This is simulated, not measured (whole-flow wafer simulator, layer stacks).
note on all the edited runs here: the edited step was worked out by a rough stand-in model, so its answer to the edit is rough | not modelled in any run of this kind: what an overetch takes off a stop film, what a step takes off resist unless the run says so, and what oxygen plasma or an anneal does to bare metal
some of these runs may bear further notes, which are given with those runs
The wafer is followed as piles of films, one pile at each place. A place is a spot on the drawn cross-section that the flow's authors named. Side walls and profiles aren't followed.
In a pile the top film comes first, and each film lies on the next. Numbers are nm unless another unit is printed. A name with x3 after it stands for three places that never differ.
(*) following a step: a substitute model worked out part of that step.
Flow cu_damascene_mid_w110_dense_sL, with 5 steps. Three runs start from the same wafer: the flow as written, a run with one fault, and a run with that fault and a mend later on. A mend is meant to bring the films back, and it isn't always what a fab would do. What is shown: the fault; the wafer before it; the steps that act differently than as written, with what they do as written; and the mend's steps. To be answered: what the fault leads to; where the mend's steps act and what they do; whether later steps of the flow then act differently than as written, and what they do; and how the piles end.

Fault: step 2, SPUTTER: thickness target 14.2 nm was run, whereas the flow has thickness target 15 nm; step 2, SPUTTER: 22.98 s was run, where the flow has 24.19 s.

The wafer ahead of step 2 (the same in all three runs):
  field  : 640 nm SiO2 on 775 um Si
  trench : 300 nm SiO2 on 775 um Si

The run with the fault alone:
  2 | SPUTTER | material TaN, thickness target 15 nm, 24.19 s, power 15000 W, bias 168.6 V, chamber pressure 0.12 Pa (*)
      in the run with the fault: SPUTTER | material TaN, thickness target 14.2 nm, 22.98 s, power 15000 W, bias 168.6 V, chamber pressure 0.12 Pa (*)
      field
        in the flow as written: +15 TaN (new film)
        in the run with the fault: +14.2 TaN (new film)
  Every later step of the flow that is run acts as written, at every place that is followed, to within 2% or 0.5 nm, whichever is larger.
  The piles end different from the flow's at field by more than 2% or 0.5 nm, whichever is larger.
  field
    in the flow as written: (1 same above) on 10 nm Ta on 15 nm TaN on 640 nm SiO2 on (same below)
    in the run with the fault: (1 same above) on 10 nm Ta on 14.2 nm TaN on 640 nm SiO2 on (same below)

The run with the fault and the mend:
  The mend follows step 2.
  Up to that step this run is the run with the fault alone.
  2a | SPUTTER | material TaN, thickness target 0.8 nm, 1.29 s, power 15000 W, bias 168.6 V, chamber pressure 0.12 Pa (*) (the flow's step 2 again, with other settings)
      field
        +0.8 TaN
      trench
        +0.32 TaN
  Every later step of the flow that is run acts as written at every place that is followed.
  When the end is reached, the piles differ only a little from the flow's at the places that both follow, at most by 2% or 0.5 nm, whichever is larger.
